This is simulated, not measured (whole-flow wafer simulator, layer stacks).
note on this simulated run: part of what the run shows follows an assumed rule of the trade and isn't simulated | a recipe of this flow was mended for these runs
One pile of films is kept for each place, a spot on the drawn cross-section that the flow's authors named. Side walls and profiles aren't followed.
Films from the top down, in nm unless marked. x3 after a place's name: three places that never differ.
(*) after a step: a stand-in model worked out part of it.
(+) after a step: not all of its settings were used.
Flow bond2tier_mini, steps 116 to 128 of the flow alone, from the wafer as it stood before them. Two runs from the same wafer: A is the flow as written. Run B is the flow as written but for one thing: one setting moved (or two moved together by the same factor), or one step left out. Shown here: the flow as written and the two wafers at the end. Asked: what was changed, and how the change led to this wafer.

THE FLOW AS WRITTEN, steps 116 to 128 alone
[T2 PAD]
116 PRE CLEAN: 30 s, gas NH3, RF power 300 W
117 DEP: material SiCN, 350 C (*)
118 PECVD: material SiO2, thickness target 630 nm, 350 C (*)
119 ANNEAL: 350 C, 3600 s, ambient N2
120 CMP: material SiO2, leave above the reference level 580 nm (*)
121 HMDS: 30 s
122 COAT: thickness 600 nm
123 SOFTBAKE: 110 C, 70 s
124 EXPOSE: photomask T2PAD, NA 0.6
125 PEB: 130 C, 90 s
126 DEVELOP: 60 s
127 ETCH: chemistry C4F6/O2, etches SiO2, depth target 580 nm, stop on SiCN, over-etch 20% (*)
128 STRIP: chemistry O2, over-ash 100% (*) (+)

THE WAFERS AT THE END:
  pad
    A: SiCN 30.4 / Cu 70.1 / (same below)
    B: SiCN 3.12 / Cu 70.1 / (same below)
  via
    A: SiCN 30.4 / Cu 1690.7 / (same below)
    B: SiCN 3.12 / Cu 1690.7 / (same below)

The cause: step 127, ETCH: depth target 715 nm was run, where the flow has depth target 580 nm.

How the change led to this, step by step:
  127 ETCH: chemistry C4F6/O2, etches SiO2, depth target 580 nm, stop on SiCN, over-etch 20% (*)
      pad, via: A SiO2 -580 (all of it), SiCN -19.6 | B SiO2 -580 (all of it), SiCN -46.9
      field: A thick-KrF-resist -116 | B thick-KrF-resist -143
  128 STRIP: chemistry O2, over-ash 100% (*) (+)
      field: A thick-KrF-resist -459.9 (all of it) | B thick-KrF-resist -432.9 (all of it)
